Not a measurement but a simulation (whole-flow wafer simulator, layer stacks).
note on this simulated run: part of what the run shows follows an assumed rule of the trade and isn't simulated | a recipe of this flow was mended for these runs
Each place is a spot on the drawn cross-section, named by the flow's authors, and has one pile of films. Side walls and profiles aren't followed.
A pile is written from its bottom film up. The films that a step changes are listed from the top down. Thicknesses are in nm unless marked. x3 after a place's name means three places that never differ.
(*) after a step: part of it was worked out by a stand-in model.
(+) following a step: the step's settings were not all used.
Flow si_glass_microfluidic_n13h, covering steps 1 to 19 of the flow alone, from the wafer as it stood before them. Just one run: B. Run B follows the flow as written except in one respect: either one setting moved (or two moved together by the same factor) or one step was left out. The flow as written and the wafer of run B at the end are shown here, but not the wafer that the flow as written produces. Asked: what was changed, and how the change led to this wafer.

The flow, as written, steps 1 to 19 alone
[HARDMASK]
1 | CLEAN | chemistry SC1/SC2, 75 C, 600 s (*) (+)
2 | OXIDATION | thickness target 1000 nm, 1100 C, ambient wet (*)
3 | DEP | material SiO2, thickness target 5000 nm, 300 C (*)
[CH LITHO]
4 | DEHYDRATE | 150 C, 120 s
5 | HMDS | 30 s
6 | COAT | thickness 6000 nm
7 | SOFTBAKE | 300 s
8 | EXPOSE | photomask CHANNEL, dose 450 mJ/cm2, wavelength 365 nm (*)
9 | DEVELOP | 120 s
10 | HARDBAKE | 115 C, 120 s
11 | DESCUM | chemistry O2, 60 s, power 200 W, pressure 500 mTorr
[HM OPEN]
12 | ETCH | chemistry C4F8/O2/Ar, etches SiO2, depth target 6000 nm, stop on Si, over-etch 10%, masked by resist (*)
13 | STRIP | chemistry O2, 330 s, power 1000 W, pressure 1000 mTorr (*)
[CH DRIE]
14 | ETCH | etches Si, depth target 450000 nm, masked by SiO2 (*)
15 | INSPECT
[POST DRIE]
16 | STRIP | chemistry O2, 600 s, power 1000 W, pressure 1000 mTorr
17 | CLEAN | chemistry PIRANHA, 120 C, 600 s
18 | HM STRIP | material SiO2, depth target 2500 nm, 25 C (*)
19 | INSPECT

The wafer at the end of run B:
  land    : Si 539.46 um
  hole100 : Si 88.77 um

The reason: step 2, OXIDATION: thickness target 1216 nm was run, though the flow has thickness target 1000 nm.

Step by step, how the change led to this:
  2 | OXIDATION | thickness target 1000 nm, 1100 C, ambient wet (*)
      land, hole100: SiO2 gains 1216 (new film), chemical SiO2 loses 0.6 (all of it), Si loses 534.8 (in the flow as written it would be: SiO2 gains 1000 (new film), chemical SiO2 loses 0.6 (all of it), Si loses 439.7)
  12 | ETCH | chemistry C4F8/O2/Ar, etches SiO2, depth target 6000 nm, stop on Si, over-etch 10%, masked by resist (*)
      hole100: SiO2 loses 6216 (all of it), Si loses 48 (in the flow as written it would be: SiO2 loses 6000 (all of it), Si loses 75)
  18 | HM STRIP | material SiO2, depth target 2500 nm, 25 C (*)
      land: SiO2 loses 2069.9 (all of it) (in the flow as written it would be: SiO2 loses 1854.4 (all of it))
